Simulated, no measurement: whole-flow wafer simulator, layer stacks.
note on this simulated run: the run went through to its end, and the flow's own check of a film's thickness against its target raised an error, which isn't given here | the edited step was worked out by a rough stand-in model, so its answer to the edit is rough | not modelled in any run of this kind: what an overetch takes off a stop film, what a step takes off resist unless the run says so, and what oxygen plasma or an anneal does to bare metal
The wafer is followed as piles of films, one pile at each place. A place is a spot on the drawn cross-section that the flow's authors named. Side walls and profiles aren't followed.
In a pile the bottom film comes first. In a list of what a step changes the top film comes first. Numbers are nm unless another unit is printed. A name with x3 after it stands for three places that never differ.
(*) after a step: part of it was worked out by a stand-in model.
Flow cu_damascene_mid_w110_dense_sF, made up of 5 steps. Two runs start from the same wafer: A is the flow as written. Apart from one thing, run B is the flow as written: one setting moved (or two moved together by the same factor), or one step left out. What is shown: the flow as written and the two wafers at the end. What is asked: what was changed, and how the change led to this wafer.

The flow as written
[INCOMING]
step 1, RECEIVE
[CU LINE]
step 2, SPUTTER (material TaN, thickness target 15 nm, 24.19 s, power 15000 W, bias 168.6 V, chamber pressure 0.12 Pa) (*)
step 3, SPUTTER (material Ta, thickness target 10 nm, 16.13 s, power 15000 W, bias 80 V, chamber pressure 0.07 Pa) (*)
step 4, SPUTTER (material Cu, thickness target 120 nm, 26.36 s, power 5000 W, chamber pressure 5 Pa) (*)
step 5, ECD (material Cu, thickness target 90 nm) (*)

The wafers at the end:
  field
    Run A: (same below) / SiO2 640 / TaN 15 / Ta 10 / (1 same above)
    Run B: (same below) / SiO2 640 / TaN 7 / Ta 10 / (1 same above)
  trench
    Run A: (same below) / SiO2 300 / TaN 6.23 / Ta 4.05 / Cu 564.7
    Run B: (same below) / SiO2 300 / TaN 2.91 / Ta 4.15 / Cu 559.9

Cause: step 2, SPUTTER: thickness target 7 nm was run, though the flow has thickness target 15 nm; step 2, SPUTTER: 11.37 s was run, where the flow has 24.19 s.
One can read it off the wafer: field has TaN 7, and step 2 as written asks for 15 nm.

The path from the change to this, step by step:
  step 2, SPUTTER (material TaN, thickness target 15 nm, 24.19 s, power 15000 W, bias 168.6 V, chamber pressure 0.12 Pa) (*)
      field: A +15 TaN (new film) | B +7 TaN (new film)
      trench: A +6.23 TaN (new film) | B +2.91 TaN (new film)
  step 4, SPUTTER (material Cu, thickness target 120 nm, 26.36 s, power 5000 W, chamber pressure 5 Pa) (*)
      trench: A +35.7 Cu (new film) | B +36.6 Cu (new film)
